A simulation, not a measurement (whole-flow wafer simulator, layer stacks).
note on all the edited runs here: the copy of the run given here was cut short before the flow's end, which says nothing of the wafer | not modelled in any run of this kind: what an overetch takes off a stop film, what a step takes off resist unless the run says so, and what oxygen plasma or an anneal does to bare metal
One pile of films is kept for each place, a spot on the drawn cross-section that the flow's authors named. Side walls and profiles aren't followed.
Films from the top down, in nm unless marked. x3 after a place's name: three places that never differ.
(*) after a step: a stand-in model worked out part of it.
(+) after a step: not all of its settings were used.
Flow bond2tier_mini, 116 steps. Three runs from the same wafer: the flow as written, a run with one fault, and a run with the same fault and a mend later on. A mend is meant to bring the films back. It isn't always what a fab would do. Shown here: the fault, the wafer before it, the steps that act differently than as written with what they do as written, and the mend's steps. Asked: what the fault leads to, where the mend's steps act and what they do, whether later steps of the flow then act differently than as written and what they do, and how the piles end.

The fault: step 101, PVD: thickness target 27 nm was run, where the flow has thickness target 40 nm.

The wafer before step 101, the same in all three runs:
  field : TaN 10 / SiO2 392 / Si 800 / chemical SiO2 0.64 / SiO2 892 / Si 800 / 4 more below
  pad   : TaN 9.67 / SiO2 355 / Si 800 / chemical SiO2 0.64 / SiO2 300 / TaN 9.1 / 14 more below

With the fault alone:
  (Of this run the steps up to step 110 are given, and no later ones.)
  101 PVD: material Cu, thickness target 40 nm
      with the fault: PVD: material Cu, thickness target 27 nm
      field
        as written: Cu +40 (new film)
        with the fault: Cu +27 (new film)
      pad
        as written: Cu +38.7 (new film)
        with the fault: Cu +26.1 (new film)
  Later steps of the flow that act differently than as written (1 more step differs only slightly, by at most 2% or 0.5 nm, whichever is larger, and isn't shown):
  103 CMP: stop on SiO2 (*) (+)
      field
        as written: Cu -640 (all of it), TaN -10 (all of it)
        with the fault: Cu -627 (all of it), TaN -10 (all of it)
  After step 110 the piles are the same as the flow's at every place that both follow.

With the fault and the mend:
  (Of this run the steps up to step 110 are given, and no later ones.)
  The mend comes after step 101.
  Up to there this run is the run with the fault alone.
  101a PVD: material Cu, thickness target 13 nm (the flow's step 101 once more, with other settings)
      field
        Cu +13
      pad
        Cu +12.5
  No later step of the flow up to step 110 acts differently than as written at any place that is followed.
  After step 110 the piles are the same as the flow's at every place that both follow.
